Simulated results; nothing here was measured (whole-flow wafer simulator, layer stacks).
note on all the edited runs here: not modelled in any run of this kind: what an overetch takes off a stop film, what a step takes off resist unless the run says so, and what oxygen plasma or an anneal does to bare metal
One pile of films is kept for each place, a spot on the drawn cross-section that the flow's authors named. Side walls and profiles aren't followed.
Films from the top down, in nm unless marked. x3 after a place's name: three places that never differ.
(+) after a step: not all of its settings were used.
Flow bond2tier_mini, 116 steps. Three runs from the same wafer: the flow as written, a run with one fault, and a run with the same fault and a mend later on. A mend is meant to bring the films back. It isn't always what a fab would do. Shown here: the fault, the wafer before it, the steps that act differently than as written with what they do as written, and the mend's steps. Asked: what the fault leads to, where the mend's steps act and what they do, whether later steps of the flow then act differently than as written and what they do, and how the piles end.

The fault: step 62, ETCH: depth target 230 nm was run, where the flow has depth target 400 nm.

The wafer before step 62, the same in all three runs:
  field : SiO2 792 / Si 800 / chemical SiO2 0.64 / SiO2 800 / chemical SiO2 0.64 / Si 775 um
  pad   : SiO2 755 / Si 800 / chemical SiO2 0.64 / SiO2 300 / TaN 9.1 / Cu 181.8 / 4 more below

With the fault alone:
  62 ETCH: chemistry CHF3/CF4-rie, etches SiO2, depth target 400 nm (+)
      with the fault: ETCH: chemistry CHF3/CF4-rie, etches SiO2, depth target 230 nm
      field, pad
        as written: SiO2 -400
        with the fault: SiO2 -230
  No later step of the flow acts differently than as written at any place that is followed.
  At the end the piles differ from the flow's by more than 2% or 0.5 nm, whichever is larger, at field, pad.
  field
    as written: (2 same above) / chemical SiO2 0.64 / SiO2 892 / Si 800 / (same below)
    with the fault: (2 same above) / chemical SiO2 0.64 / SiO2 1062 / Si 800 / (same below)
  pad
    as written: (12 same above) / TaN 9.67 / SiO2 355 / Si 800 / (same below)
    with the fault: (12 same above) / TaN 9.67 / SiO2 525 / Si 800 / (same below)

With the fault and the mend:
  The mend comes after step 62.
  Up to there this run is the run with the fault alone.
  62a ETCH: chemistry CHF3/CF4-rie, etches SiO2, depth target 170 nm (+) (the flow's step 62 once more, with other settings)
      field, pad
        SiO2 -170
  No later step of the flow acts differently than as written at any place that is followed.
  At the end the piles are the same as the flow's at every place that both follow.
